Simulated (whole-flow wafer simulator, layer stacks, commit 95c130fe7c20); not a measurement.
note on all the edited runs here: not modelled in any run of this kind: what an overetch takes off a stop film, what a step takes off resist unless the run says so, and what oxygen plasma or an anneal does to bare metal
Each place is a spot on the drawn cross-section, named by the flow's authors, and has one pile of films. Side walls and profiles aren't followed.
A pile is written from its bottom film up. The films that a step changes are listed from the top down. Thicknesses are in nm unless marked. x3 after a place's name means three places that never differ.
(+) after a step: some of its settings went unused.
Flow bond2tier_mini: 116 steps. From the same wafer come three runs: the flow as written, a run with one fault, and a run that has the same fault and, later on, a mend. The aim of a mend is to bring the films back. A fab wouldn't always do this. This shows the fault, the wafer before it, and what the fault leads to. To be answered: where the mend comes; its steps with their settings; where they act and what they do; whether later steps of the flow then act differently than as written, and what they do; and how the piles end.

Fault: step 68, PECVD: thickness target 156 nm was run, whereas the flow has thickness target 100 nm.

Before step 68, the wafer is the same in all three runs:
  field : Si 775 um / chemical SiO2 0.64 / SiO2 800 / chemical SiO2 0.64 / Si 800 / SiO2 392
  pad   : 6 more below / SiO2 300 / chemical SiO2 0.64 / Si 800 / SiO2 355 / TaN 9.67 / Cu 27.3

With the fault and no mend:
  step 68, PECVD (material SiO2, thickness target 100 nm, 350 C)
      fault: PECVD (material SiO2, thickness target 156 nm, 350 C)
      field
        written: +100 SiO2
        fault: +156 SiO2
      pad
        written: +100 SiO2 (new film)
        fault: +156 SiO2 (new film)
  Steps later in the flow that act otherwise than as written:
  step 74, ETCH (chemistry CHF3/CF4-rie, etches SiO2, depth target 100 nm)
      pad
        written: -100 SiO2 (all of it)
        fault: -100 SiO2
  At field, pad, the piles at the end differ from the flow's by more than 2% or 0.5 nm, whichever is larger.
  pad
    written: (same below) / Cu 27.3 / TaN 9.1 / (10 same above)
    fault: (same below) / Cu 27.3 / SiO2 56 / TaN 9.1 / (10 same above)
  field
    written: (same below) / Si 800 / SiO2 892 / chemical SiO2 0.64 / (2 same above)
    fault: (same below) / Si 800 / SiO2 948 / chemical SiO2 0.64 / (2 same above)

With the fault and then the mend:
  The mend follows step 73.
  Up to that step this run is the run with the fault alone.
  step 73a, STRIP (chemistry O2, over-ash 100%) (+)
      field
        -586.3 KrF resist (all of it)
  step 73b, ETCH (chemistry CHF3/CF4-rie, etches SiO2, depth target 56 nm) (the flow's step 62 again, with other settings)
      field, pad
        -56 SiO2
  step 73c, COAT (KrF resist, thickness 600 nm) (the flow's step 69 again)
      field, pad
        +600 KrF resist (new film)
  step 73d, SOFTBAKE (KrF resist) (the flow's step 70 again)
      leaves every film unchanged at each place that is followed
  step 73e, EXPOSE (photomask T2PAD, NA 0.6) (the flow's step 71 again)
      leaves every film unchanged at each place that is followed
  step 73f, PEB (KrF resist) (the flow's step 72 again)
      leaves every film unchanged at each place that is followed
  step 73g, DEVELOP (developer TMAH-0.26N, 60 s) (the flow's step 73 again)
      field
        -13.7 KrF resist
      pad
        -600 KrF resist (all of it)
  Every later step of the flow that is run acts as written at every place that is followed.
  At every place that both follow, the piles at the end match the flow's.
